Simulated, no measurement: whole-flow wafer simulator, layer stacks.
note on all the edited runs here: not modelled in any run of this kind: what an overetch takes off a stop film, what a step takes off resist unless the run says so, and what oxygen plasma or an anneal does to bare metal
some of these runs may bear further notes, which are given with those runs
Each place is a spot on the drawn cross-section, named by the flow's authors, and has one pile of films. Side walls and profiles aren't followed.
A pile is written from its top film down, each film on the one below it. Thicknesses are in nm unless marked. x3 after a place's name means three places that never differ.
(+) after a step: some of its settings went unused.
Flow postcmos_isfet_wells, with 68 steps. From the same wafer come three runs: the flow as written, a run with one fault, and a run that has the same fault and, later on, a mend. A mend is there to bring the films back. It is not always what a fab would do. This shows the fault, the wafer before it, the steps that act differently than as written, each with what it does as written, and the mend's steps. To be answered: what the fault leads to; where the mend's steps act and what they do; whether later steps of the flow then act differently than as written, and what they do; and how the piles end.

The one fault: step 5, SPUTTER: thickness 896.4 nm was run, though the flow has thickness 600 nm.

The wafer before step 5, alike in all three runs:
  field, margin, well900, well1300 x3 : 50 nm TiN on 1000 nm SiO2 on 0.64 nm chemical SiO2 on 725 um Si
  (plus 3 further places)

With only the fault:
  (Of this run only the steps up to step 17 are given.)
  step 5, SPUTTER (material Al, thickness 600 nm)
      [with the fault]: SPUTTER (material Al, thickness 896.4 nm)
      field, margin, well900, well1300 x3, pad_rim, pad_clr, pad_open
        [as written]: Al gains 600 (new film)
        [with the fault]: Al gains 896.4 (new film)
  Steps later in the flow that act otherwise than as written:
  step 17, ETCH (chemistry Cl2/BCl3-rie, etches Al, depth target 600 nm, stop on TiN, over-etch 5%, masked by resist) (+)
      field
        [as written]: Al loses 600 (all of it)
        [with the fault]: Al loses 600
  Once step 17 is done, the piles at field, margin, well900, well1300 x3, pad_rim, pad_clr, pad_open depart from the flow's by more than 2% or 0.5 nm, whichever is larger.
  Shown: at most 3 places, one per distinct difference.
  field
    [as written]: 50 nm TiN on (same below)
    [with the fault]: 296.4 nm Al on 50 nm TiN on (same below)
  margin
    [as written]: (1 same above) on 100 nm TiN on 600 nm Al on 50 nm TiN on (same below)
    [with the fault]: (1 same above) on 100 nm TiN on 896.4 nm Al on 50 nm TiN on (same below)

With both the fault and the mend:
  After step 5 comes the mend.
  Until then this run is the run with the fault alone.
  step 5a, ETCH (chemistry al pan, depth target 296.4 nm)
      field, margin, well900, well1300 x3, pad_rim, pad_clr, pad_open
        Al loses 296.4
  None of the later steps of the flow acts differently than as written at any place that is followed.
  At every place that both follow, the piles at the end match the flow's.
